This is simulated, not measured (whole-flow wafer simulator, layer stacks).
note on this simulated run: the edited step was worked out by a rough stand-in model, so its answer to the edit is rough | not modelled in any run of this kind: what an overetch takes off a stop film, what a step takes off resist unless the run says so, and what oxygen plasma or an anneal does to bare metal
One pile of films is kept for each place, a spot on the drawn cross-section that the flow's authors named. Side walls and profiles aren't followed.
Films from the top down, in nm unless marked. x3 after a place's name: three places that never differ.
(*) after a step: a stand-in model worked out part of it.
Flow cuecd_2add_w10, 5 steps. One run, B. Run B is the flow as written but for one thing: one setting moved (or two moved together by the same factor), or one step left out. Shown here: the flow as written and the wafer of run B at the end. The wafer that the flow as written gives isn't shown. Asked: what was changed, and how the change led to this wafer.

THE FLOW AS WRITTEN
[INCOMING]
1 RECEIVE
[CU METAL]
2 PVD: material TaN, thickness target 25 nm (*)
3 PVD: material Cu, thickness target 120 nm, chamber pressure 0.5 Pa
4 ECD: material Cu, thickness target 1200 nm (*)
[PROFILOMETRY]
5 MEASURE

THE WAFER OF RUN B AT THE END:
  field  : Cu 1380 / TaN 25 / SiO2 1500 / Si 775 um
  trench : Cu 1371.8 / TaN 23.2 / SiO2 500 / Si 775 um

The cause: step 4, ECD: thickness target 1260 nm was run, where the flow has thickness target 1200 nm.

How the change led to this, step by step:
  4 ECD: material Cu, thickness target 1200 nm (*)
      field, trench: Cu +1260 (as written it would be: Cu +1200)
